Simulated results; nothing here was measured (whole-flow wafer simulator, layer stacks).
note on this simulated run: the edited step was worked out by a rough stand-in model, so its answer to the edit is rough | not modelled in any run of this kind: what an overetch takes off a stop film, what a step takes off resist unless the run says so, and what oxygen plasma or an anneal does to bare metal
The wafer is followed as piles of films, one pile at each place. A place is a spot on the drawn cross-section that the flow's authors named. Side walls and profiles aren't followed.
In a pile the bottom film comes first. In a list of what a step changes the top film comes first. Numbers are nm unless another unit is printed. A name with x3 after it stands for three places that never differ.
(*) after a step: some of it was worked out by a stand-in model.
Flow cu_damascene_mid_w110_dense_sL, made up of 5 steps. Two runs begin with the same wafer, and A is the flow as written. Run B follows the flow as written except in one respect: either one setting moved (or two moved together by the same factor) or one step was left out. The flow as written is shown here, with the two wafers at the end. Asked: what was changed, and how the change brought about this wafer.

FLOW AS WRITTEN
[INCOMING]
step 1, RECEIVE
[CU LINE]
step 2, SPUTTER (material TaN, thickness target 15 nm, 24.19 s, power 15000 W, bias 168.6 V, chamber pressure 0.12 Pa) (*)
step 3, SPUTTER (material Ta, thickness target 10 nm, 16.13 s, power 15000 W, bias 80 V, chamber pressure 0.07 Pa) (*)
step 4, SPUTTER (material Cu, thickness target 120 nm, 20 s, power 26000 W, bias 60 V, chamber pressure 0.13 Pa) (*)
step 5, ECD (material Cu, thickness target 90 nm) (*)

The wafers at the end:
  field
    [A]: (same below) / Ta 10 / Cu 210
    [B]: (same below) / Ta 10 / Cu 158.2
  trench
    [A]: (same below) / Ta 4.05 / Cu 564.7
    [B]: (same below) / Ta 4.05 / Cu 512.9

Cause: step 5, ECD: thickness target 38.2 nm was run, whereas the flow has thickness target 90 nm.

The path from the change to this, step by step:
  step 5, ECD (material Cu, thickness target 90 nm) (*)
      field: A Cu gains 90 | B Cu gains 38.2
      trench: A Cu gains 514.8 | B Cu gains 463
